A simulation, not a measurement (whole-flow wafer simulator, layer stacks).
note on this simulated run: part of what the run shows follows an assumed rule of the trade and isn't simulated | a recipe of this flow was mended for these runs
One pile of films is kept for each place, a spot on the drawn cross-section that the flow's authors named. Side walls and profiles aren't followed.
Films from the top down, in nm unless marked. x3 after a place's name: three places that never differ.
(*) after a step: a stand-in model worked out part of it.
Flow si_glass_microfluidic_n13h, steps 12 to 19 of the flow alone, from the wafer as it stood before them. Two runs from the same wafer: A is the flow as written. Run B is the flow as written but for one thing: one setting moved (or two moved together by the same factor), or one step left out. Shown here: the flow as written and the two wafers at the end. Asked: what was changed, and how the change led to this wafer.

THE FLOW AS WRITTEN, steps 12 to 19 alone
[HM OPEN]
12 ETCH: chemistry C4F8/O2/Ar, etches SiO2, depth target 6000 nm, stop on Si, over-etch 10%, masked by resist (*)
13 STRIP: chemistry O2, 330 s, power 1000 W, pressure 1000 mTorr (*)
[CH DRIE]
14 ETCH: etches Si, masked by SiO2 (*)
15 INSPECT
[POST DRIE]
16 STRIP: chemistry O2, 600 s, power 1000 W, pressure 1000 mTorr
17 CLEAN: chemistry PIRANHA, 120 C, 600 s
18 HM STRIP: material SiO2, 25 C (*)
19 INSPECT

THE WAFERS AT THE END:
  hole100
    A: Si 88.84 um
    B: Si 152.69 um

The cause: step 12, ETCH: depth target 5068 nm was run, where the flow has depth target 6000 nm.

How the change led to this, step by step:
  12 ETCH: chemistry C4F8/O2/Ar, etches SiO2, depth target 6000 nm, stop on Si, over-etch 10%, masked by resist (*)
      hole100: A SiO2 -6000 (all of it), Si -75 | B SiO2 -5574.8
      land: A thick-i-line-resist -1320 | B thick-i-line-resist -1115
  13 STRIP: chemistry O2, 330 s, power 1000 W, pressure 1000 mTorr (*)
      hole100: A chemical SiO2 +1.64 (new film), Si -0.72 | B nothing
      land: A thick-i-line-resist -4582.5 (all of it) | B thick-i-line-resist -4787.6 (all of it)
  14 ETCH: etches Si, masked by SiO2 (*)
      hole100: A chemical SiO2 -1.64 (all of it), Si -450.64 um | B SiO2 -425.2 (all of it), Si -386.86 um
